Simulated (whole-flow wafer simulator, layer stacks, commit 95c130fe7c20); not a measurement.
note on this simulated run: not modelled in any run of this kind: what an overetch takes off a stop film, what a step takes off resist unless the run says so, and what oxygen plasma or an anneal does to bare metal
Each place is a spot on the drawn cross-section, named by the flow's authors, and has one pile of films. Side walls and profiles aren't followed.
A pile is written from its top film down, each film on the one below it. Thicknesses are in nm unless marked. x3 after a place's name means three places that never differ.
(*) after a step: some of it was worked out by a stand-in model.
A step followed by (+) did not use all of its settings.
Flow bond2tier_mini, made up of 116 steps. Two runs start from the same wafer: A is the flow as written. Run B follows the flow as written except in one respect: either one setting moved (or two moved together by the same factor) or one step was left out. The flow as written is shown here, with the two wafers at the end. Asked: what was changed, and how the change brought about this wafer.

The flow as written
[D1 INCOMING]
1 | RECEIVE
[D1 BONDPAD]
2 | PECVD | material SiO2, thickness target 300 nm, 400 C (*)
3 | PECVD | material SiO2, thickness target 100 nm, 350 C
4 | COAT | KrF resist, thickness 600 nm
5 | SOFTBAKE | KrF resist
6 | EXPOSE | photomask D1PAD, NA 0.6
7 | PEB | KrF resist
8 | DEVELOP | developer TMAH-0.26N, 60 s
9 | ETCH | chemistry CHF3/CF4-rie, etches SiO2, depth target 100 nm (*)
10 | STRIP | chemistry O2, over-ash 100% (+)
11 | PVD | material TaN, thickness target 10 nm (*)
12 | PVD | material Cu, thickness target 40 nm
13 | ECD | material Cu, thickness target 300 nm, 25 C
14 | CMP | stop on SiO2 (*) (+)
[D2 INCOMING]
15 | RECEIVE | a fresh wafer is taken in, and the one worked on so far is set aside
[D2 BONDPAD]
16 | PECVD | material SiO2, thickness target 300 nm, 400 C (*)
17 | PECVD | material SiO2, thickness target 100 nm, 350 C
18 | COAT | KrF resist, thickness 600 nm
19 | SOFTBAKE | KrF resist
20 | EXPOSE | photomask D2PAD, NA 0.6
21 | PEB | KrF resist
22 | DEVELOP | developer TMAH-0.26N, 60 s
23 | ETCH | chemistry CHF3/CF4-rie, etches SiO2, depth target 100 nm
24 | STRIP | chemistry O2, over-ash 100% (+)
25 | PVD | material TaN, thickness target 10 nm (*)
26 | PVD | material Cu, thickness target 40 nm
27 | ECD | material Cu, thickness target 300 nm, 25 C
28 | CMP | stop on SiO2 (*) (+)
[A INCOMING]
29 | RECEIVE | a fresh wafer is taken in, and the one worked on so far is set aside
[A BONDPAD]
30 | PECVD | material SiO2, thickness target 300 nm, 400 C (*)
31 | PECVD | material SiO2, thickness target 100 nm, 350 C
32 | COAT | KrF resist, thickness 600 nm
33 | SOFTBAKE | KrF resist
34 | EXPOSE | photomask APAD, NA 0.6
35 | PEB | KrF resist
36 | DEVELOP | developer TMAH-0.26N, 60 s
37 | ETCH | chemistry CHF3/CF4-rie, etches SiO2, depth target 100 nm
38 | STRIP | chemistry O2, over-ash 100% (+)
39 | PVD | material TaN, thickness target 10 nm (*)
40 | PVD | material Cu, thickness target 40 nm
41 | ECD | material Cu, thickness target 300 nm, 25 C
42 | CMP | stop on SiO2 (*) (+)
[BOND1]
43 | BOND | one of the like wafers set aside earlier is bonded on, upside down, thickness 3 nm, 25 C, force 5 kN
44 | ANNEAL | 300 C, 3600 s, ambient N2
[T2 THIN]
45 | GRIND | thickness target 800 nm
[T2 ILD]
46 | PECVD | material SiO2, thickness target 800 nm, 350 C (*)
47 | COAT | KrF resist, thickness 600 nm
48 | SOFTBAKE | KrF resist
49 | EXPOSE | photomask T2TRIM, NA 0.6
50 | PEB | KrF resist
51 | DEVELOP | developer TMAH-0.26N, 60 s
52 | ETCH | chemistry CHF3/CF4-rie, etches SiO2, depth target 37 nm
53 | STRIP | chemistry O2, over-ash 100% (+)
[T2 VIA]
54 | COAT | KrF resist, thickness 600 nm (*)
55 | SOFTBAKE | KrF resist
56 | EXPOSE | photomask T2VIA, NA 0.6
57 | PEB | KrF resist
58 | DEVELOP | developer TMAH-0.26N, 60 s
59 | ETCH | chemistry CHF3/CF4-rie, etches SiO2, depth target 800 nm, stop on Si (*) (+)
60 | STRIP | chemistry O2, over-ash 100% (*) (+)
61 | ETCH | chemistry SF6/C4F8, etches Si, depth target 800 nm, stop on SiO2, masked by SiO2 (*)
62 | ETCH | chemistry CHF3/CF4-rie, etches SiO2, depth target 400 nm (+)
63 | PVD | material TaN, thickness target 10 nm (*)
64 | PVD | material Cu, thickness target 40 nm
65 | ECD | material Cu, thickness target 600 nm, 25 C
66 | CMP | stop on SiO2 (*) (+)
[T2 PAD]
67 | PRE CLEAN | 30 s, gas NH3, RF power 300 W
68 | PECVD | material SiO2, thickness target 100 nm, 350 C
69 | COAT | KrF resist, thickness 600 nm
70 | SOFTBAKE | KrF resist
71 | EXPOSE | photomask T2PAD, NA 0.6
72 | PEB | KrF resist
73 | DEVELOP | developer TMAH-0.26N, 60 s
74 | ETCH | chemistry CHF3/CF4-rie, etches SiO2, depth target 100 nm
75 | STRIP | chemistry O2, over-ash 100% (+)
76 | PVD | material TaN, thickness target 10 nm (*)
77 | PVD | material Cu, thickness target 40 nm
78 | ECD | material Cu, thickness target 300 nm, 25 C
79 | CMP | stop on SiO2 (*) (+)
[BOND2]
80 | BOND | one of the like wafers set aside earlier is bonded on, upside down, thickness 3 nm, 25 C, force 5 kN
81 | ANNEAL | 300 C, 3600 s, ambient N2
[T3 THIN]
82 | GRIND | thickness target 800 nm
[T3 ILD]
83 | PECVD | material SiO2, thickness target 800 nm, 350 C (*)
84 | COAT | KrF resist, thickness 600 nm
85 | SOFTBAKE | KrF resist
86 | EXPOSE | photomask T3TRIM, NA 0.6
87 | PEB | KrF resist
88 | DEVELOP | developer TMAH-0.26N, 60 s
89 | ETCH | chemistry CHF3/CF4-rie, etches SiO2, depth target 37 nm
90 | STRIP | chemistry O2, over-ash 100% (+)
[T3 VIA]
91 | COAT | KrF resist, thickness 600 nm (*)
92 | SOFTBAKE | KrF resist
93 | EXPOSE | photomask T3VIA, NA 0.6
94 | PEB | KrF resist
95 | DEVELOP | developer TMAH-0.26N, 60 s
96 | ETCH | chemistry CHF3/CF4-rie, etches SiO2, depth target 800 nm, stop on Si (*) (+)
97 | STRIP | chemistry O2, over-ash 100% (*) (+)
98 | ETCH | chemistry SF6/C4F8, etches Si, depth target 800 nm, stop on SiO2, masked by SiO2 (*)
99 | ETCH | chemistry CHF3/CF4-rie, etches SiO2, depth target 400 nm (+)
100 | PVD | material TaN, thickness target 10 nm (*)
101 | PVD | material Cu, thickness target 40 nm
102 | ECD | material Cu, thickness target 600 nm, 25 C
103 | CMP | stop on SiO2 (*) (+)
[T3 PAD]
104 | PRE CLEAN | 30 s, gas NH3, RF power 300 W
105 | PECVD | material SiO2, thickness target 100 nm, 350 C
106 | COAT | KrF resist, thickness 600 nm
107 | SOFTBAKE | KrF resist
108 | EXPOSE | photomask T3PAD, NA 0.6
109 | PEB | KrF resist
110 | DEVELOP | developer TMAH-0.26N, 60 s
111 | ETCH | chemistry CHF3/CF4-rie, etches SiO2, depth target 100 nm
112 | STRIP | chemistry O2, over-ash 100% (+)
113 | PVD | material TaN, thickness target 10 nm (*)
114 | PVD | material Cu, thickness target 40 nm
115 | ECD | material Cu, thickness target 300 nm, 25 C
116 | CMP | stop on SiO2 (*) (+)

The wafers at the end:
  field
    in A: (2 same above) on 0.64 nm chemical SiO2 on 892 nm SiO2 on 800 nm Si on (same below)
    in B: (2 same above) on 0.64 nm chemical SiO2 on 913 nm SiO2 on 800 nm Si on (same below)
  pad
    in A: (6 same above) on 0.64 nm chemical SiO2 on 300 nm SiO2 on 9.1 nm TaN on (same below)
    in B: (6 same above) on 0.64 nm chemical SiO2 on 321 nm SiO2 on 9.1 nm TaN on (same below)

The reason: step 17, PECVD: thickness target 121 nm was run, whereas the flow has thickness target 100 nm.

Step by step, how the change led to this:
  17 | PECVD | material SiO2, thickness target 100 nm, 350 C
      field, pad, via: A +100 SiO2 | B +121 SiO2
  80 | BOND | one of the like wafers set aside earlier is bonded on, upside down, thickness 3 nm, 25 C, force 5 kN
      field: A +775 um Si (new film), +0.64 chemical SiO2 (new film), +400 SiO2 | B +775 um Si (new film), +0.64 chemical SiO2 (new film), +421 SiO2
      pad: A +775 um Si (new film), +0.64 chemical SiO2 (new film), +300 SiO2 (new film), +9.1 TaN (new film), +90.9 Cu | B +775 um Si (new film), +0.64 chemical SiO2 (new film), +321 SiO2 (new film), +9.1 TaN (new film), +90.9 Cu
